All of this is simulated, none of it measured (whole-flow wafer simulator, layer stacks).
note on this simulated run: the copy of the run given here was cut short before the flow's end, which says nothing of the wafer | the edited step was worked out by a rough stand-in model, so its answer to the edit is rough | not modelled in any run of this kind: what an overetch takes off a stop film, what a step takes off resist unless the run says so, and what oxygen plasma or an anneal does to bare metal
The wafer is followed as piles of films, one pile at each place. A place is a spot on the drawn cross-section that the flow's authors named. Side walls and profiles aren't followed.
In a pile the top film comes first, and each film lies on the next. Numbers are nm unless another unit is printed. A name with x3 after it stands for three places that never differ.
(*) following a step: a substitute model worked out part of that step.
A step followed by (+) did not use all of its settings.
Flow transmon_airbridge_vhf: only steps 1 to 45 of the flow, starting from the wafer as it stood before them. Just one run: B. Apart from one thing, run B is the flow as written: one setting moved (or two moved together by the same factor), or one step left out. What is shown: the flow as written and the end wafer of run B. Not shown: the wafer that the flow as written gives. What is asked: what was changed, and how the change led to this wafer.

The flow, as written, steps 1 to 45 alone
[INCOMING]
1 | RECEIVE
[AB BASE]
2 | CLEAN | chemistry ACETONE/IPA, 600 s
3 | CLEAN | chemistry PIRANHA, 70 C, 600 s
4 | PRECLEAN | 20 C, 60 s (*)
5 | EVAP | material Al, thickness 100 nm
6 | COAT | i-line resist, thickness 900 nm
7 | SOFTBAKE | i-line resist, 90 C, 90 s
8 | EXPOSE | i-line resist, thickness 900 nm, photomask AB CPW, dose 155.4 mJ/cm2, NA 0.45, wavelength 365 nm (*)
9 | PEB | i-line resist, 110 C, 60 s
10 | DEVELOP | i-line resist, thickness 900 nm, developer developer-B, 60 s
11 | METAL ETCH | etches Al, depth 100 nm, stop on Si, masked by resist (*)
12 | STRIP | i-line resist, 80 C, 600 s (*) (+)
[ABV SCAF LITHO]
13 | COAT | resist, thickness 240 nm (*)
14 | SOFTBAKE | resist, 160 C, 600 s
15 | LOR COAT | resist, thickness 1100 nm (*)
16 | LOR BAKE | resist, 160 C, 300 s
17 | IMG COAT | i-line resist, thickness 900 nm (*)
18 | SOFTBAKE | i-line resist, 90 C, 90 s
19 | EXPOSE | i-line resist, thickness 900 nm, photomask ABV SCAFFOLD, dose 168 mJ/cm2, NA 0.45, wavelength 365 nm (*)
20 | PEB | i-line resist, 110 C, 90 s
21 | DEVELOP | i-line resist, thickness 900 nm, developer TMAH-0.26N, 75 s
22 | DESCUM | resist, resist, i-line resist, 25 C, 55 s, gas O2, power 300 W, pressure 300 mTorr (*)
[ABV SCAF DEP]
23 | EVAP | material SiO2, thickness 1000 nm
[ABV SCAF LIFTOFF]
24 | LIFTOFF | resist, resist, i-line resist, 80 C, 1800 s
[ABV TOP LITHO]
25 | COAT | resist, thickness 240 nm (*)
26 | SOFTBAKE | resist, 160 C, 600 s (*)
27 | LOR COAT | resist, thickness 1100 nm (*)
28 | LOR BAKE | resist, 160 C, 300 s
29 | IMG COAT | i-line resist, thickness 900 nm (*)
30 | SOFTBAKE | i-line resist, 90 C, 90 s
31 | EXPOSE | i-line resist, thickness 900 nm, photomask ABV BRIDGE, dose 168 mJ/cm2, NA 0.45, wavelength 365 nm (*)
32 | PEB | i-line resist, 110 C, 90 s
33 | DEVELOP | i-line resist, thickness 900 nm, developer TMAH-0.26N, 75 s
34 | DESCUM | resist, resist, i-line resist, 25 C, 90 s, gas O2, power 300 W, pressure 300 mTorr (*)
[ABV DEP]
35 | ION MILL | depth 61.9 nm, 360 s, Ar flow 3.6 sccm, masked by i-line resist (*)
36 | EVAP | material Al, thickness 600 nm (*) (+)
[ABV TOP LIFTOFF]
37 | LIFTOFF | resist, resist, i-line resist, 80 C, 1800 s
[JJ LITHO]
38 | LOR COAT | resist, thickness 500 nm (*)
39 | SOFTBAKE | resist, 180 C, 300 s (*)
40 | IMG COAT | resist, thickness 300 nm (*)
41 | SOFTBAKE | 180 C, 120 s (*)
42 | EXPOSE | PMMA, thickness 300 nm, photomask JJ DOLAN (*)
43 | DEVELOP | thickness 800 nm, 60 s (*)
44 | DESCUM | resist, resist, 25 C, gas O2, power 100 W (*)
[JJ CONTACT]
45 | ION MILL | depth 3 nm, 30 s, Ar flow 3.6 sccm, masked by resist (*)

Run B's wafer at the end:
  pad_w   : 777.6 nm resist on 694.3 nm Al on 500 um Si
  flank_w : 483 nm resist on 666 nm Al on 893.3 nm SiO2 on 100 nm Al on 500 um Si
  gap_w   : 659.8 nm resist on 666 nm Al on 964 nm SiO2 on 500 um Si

The reason: step 36, EVAP: thickness 666 nm was run, while the flow as written has thickness 600 nm.
The wafer itself shows it: flank_w has Al 666, and step 36 as written asks for 600 nm.

The path from the change to this, step by step:
  36 | EVAP | material Al, thickness 600 nm (*) (+)
      field x3, jj_line, ground_far and 10 more: +666 Al (new film) (as written it would have been: +600 Al (new film))
      pad_w, pad_e: +656.3 Al (as written it would have been: +591.2 Al)
  37 | LIFTOFF | resist, resist, i-line resist, 80 C, 1800 s
      field x3, jj_line, trace_open_s x2: -666 Al (all of it), -600 i-line resist (all of it), -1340 resist (all of it) (as written it would have been: -600 Al (all of it), -600 i-line resist (all of it), -1340 resist (all of it))
      margin_s, margin_n: -666 Al (all of it), -318.3 i-line resist (all of it), -992 resist (all of it) (as written it would have been: -600 Al (all of it), -318.3 i-line resist (all of it), -992 resist (all of it))
      (as well as at 1 more place)
